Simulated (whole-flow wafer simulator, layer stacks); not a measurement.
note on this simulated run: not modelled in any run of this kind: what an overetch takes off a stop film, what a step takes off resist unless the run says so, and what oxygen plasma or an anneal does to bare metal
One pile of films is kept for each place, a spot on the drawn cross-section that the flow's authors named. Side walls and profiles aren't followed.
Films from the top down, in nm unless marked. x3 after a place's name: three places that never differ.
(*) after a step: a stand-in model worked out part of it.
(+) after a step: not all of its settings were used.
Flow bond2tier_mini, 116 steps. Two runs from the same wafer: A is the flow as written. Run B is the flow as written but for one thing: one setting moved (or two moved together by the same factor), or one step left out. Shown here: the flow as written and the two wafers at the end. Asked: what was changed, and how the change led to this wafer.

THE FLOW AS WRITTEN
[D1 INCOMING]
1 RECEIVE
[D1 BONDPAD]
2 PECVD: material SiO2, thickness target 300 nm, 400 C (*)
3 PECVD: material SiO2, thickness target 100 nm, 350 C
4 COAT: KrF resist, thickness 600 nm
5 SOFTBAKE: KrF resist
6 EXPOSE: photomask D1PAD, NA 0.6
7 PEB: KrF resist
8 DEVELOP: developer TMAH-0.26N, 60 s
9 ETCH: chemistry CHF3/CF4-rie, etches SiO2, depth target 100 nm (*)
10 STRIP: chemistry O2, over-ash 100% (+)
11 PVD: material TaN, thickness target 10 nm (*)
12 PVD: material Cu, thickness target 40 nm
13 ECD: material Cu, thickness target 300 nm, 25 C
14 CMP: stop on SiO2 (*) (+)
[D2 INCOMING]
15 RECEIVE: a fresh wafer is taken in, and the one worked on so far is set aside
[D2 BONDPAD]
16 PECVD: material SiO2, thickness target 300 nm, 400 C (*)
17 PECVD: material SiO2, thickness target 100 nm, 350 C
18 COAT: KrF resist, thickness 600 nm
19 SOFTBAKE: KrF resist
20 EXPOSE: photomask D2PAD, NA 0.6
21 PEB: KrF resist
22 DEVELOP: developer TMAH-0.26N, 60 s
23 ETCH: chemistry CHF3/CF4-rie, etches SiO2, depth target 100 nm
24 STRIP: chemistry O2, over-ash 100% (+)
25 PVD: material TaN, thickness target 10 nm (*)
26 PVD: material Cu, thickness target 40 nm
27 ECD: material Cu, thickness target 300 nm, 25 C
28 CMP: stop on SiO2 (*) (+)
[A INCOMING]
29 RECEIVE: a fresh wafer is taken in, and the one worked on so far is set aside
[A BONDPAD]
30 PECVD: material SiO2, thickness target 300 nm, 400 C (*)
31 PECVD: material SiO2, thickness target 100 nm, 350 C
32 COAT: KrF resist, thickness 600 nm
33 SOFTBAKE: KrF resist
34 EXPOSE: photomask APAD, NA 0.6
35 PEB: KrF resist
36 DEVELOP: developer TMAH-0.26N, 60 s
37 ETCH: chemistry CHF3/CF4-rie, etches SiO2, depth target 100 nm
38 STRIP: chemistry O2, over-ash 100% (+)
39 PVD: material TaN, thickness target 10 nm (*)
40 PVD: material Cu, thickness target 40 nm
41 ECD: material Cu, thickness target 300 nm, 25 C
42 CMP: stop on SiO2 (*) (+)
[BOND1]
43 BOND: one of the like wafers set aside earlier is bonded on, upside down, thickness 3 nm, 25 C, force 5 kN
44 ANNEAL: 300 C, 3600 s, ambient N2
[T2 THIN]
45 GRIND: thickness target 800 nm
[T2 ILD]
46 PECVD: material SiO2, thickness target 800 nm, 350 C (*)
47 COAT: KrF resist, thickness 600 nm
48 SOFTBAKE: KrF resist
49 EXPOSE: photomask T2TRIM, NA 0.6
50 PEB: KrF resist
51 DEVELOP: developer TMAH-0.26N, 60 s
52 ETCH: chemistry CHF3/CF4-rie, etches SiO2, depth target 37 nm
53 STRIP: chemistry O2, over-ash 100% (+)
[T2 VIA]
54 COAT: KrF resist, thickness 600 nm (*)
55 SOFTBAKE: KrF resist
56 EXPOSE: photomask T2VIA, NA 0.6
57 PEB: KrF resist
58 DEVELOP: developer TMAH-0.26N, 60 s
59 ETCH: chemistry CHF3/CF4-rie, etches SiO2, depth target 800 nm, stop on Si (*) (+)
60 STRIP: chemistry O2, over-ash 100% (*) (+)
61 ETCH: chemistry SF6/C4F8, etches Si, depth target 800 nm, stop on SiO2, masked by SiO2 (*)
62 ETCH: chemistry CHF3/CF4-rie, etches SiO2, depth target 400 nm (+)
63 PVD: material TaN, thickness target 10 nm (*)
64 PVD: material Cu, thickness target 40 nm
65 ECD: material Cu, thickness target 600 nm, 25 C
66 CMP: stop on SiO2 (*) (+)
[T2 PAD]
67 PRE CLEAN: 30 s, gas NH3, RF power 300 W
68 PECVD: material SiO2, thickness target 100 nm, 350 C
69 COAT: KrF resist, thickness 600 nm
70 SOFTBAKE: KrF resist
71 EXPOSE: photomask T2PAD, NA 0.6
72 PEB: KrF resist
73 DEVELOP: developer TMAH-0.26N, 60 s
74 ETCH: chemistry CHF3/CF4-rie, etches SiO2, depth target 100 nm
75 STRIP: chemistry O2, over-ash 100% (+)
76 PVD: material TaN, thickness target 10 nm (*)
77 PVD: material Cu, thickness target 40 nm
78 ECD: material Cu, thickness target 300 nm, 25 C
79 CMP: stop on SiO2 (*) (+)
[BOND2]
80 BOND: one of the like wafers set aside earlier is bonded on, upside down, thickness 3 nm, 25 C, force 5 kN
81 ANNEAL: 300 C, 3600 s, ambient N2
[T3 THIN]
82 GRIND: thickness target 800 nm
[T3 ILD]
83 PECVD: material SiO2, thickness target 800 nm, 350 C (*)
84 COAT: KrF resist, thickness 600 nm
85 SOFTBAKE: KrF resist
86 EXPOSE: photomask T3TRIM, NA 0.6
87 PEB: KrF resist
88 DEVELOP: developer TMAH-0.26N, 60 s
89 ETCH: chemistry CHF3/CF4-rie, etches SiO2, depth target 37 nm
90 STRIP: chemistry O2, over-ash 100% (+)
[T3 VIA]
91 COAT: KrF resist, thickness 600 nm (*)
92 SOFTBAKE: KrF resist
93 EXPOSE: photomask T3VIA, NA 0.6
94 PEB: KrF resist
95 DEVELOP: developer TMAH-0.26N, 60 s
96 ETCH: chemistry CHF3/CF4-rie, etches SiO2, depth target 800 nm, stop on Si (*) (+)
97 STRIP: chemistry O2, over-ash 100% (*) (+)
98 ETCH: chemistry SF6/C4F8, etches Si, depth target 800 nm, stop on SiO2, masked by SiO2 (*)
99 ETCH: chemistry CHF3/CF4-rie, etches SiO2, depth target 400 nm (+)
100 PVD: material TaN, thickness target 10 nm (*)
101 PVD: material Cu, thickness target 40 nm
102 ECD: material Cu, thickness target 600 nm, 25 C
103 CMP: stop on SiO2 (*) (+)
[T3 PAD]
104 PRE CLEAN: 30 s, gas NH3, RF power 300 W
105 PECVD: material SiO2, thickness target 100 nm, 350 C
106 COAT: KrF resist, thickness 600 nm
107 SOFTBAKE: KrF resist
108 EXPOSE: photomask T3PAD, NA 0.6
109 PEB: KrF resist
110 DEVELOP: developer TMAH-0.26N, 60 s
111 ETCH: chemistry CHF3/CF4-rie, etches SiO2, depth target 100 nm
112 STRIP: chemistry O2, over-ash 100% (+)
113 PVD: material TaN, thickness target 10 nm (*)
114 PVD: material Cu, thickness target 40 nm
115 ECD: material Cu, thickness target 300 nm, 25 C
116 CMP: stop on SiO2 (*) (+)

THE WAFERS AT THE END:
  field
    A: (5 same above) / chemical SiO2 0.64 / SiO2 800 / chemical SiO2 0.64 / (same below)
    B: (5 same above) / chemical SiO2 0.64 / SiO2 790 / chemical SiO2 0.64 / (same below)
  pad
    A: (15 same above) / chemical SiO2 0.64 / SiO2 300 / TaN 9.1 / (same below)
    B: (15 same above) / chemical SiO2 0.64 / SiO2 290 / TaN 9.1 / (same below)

The cause: step 3, PECVD: thickness target 90 nm was run, where the flow has thickness target 100 nm; step 4, COAT: thickness 540 nm was run, where the flow has thickness 600 nm.

How the change led to this, step by step:
  3 PECVD: material SiO2, thickness target 100 nm, 350 C
      field, pad, via: A SiO2 +100 | B SiO2 +90
  4 COAT: KrF resist, thickness 600 nm
      field, pad, via: A KrF resist +600 (new film) | B KrF resist +540 (new film)
  8 DEVELOP: developer TMAH-0.26N, 60 s
      pad, via: A KrF resist -600 (all of it) | B KrF resist -540 (all of it)
  10 STRIP: chemistry O2, over-ash 100% (+)
      field: A KrF resist -552.9 (all of it) | B KrF resist -492.9 (all of it)
  43 BOND: one of the like wafers set aside earlier is bonded on, upside down, thickness 3 nm, 25 C, force 5 kN
      field: A Si +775 um (new film), chemical SiO2 +0.64 (new film), SiO2 +400 | B Si +775 um (new film), chemical SiO2 +0.64 (new film), SiO2 +390
      pad: A Si +775 um (new film), chemical SiO2 +0.64 (new film), SiO2 +300 (new film), TaN +9.1 (new film), Cu +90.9 | B Si +775 um (new film), chemical SiO2 +0.64 (new film), SiO2 +290 (new film), TaN +9.1 (new film), Cu +90.9
      (and at 1 more place)
